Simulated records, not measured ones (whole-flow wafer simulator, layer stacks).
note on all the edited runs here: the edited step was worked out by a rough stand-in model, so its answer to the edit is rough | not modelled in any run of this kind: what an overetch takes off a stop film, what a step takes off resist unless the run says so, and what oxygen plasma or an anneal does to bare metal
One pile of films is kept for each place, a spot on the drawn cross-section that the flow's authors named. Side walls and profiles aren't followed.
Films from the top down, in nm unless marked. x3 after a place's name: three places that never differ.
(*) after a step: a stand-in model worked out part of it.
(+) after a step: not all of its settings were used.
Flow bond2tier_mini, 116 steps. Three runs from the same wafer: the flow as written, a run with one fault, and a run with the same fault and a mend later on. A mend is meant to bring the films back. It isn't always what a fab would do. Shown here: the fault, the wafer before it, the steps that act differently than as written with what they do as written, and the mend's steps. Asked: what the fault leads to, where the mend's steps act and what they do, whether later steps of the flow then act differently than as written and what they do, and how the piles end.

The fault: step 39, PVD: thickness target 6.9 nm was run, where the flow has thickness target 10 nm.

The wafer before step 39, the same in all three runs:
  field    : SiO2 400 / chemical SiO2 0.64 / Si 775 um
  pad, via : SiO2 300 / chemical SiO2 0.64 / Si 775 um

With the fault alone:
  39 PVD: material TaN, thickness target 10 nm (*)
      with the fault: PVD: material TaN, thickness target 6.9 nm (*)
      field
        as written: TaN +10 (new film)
        with the fault: TaN +6.9 (new film)
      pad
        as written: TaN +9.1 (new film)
        with the fault: TaN +6.28 (new film)
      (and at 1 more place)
  Later steps of the flow that act differently than as written (1 more step differs only slightly, by at most 2% or 0.5 nm, whichever is larger, and isn't shown):
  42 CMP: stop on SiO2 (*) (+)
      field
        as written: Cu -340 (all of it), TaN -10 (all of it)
        with the fault: Cu -340 (all of it), TaN -6.9 (all of it)
  At the end the piles differ from the flow's by more than 2% or 0.5 nm, whichever is larger, at pad.
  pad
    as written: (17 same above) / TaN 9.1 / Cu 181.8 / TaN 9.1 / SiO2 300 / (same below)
    with the fault: (17 same above) / TaN 9.1 / Cu 184.6 / TaN 6.28 / SiO2 300 / (same below)

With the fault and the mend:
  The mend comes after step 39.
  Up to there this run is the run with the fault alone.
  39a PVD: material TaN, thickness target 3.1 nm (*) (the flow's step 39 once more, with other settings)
      field
        TaN +3.1
      pad
        TaN +2.82
      via
        TaN +3.09
  No later step of the flow acts differently than as written at any place that is followed.
  At the end the piles are the same as the flow's at every place that both follow.
